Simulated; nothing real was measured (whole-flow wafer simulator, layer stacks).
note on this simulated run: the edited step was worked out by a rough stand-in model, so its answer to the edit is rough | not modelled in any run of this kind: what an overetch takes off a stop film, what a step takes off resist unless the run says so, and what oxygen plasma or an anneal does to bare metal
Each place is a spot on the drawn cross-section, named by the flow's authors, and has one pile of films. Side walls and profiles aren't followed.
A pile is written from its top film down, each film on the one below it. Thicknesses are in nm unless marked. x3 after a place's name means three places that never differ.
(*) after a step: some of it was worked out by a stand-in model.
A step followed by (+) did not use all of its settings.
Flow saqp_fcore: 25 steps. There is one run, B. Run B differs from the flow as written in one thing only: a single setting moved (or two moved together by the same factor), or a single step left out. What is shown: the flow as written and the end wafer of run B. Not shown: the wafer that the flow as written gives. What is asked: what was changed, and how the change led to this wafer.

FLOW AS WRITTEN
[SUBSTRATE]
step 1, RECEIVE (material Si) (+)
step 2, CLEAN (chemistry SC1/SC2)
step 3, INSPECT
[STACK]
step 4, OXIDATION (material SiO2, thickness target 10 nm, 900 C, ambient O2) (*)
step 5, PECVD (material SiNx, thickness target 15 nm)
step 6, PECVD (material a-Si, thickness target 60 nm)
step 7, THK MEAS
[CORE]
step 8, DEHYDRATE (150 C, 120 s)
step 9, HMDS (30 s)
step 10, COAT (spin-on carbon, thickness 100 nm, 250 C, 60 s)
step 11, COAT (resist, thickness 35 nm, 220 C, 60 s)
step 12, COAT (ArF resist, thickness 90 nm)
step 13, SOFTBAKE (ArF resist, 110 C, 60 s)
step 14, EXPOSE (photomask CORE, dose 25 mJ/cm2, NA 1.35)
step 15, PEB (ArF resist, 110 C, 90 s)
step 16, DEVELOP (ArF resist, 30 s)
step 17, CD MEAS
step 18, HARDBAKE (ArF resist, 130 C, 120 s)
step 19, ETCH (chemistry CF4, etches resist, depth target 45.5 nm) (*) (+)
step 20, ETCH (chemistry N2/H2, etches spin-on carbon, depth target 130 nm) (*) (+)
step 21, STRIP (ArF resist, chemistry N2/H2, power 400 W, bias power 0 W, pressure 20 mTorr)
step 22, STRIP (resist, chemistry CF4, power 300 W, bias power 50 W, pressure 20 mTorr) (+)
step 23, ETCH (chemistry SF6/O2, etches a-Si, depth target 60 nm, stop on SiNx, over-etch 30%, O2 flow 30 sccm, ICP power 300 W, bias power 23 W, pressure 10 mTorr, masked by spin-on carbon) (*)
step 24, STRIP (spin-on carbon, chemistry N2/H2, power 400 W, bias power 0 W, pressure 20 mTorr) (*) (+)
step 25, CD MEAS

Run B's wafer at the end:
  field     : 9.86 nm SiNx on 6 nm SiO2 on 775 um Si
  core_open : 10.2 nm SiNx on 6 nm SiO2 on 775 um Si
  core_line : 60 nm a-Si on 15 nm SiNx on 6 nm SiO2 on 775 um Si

The reason: step 4, OXIDATION: thickness target 6 nm was run, whereas the flow has thickness target 10 nm.
One can read it off the wafer: field has SiO2 6, and step 4 as written asks for 10 nm.

How this came from the change, step by step:
  step 4, OXIDATION (material SiO2, thickness target 10 nm, 900 C, ambient O2) (*)
      field, core_open, core_line: +6 SiO2 (new film), -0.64 chemical SiO2 (all of it), -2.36 Si (it would be, as written: +10 SiO2 (new film), -0.64 chemical SiO2 (all of it), -4.12 Si)
